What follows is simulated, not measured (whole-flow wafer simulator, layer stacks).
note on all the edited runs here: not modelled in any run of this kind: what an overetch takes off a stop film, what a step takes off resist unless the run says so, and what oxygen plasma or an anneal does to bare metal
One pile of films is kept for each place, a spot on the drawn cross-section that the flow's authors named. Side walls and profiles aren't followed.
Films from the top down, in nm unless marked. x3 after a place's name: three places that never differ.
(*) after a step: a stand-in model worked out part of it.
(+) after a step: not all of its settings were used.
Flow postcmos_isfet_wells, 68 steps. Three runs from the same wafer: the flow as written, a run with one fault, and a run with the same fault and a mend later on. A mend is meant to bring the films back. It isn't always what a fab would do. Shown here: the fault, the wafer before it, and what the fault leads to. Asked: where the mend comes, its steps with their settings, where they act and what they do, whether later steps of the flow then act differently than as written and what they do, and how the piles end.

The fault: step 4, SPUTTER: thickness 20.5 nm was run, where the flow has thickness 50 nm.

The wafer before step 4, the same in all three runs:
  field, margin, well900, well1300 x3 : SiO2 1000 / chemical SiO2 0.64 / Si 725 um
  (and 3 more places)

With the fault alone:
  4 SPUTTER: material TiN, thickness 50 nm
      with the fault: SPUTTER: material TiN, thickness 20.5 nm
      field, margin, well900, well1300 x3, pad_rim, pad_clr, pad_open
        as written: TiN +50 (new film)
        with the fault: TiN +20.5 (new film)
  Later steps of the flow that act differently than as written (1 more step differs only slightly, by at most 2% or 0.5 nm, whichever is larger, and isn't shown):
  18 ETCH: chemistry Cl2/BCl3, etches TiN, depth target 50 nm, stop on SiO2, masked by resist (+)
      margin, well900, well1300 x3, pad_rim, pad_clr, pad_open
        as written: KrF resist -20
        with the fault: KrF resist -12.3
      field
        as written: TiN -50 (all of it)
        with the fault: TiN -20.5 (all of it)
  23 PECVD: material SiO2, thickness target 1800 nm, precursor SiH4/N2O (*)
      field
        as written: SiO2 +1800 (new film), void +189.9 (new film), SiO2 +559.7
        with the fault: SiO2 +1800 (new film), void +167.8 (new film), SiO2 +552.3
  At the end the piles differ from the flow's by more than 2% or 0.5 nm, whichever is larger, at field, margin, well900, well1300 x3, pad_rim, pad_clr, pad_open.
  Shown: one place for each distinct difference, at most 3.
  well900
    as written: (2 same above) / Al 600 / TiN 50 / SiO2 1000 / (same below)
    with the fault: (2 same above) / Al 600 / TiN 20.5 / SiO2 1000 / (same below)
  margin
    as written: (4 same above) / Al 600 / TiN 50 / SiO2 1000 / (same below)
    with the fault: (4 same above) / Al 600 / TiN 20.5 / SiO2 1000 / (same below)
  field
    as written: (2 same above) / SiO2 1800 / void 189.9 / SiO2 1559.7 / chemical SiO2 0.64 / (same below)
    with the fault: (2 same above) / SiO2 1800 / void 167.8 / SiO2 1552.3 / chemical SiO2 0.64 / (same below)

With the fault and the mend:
  The mend comes after step 4.
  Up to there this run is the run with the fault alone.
  4a SPUTTER: material TiN, thickness 29.5 nm (the flow's step 4 once more, with other settings)
      field, margin, well900, well1300 x3, pad_rim, pad_clr, pad_open
        TiN +29.5
  No later step of the flow acts differently than as written at any place that is followed.
  At the end the piles are the same as the flow's at every place that both follow.
